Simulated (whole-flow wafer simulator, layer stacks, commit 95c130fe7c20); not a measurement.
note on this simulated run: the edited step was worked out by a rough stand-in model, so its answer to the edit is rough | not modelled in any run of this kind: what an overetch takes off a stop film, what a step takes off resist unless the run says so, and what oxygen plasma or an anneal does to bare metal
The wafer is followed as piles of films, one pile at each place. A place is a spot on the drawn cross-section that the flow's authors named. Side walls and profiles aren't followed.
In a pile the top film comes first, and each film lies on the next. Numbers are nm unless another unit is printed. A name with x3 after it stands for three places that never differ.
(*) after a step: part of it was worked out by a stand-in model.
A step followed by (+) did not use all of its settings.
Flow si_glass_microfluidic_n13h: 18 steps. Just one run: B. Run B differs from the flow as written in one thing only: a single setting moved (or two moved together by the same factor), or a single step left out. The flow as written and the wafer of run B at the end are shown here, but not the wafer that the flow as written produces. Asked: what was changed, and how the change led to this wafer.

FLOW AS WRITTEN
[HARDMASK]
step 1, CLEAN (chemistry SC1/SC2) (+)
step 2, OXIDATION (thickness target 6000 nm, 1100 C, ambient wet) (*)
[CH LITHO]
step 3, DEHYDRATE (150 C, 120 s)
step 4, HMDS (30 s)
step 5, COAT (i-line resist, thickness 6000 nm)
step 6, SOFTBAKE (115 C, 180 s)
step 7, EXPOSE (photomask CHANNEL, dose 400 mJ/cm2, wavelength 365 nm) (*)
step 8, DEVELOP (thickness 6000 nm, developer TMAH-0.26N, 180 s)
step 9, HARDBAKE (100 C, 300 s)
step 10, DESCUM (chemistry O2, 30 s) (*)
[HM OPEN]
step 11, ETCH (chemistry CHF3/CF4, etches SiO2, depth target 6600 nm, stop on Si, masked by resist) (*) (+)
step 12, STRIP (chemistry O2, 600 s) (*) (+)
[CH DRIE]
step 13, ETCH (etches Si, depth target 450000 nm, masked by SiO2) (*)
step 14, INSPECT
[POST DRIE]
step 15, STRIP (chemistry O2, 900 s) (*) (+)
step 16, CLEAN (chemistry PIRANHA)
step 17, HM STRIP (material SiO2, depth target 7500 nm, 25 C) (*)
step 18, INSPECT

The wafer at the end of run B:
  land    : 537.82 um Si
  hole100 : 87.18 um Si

The reason: step 2, OXIDATION: thickness target 4950 nm was run, while the flow as written has thickness target 6000 nm.

How this came from the change, step by step:
  step 2, OXIDATION (thickness target 6000 nm, 1100 C, ambient wet) (*)
      land, hole100: +4950 SiO2 (new film), -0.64 chemical SiO2 (all of it), -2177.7 Si (it would be, as written: +6000 SiO2 (new film), -0.64 chemical SiO2 (all of it), -2639.7 Si)
  step 11, ETCH (chemistry CHF3/CF4, etches SiO2, depth target 6600 nm, stop on Si, masked by resist) (*) (+)
      hole100: -4950 SiO2 (all of it) (it would be, as written: -6000 SiO2 (all of it))
  step 17, HM STRIP (material SiO2, depth target 7500 nm, 25 C) (*)
      land: -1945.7 SiO2 (all of it) (it would be, as written: -2995.7 SiO2 (all of it))
